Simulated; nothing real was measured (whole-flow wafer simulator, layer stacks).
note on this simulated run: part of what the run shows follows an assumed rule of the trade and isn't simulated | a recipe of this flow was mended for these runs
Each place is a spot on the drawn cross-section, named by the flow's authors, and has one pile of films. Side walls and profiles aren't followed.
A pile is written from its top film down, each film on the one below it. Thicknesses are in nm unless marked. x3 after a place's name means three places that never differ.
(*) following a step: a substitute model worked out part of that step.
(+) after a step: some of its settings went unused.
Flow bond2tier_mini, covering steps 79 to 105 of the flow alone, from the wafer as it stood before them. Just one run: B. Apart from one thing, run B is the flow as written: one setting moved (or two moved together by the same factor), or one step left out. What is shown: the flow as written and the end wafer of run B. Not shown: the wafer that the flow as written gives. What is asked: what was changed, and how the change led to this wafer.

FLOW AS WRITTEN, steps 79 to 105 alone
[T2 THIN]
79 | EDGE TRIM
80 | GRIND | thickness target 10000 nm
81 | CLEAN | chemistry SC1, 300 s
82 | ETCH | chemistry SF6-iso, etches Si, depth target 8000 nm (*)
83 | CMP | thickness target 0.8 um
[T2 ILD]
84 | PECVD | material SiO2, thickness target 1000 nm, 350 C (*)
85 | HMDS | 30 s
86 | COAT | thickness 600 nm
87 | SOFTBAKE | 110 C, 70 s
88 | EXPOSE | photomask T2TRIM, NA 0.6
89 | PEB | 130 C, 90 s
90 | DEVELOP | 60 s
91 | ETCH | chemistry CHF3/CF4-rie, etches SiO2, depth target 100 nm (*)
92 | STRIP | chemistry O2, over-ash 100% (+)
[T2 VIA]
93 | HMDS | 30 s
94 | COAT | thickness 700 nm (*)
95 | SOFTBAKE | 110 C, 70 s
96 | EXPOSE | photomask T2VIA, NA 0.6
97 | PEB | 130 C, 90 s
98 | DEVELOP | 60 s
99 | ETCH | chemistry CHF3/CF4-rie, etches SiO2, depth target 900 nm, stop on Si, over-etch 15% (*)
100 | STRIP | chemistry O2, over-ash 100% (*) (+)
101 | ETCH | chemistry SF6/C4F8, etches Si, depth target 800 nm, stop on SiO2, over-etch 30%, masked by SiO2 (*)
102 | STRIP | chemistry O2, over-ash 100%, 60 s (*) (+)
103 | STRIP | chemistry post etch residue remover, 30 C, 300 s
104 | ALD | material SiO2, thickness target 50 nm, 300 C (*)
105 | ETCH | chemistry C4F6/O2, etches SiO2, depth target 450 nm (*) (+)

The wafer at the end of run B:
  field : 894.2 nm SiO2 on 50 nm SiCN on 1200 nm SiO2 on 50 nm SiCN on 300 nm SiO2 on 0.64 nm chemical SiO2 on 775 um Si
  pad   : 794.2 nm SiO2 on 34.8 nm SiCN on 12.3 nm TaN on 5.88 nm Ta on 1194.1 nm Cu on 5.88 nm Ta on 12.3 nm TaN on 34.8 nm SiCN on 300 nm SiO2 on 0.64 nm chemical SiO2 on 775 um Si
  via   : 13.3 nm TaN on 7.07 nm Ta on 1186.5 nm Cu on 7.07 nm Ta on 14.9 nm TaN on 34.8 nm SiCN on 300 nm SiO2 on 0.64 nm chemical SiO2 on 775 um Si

The reason: step 82, ETCH: depth target 10400 nm was run, though the flow has depth target 8000 nm.

The path from the change to this, step by step:
  82 | ETCH | chemistry SF6-iso, etches Si, depth target 8000 nm (*)
      field, pad, via: chemical SiO2 loses 0.6 (all of it), Si loses 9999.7 (all of it), chemical SiO2 loses 0.64 (all of it), SiO2 loses 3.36 (it would be, as written: chemical SiO2 loses 0.6 (all of it), Si loses 8000)
  83 | CMP | thickness target 0.8 um
      field, pad, via: nothing (it would be, as written: Si loses 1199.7)
  84 | PECVD | material SiO2, thickness target 1000 nm, 350 C (*)
      field, pad, via: SiO2 gains 1000 (it would be, as written: SiO2 gains 1000 (new film))
  99 | ETCH | chemistry CHF3/CF4-rie, etches SiO2, depth target 900 nm, stop on Si, over-etch 15% (*)
      via: SiO2 loses 1035 (it would be, as written: SiO2 loses 900 (all of it), Si loses 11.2)
  101 | ETCH | chemistry SF6/C4F8, etches Si, depth target 800 nm, stop on SiO2, over-etch 30%, masked by SiO2 (*)
      via: SiO2 loses 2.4 (it would be, as written: Si loses 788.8 (all of it), chemical SiO2 loses 0.64 (all of it), SiO2 loses 1.87)
      field, pad: SiO2 loses 2.4 (it would be, as written: SiO2 loses 10.3)
  105 | ETCH | chemistry C4F6/O2, etches SiO2, depth target 450 nm (*) (+)
      via: SiO2 loses 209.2 (all of it), SiCN loses 34.8 (all of it), TaN loses 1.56 (it would be, as written: SiO2 loses 348.1 (all of it), SiCN loses 17.2)
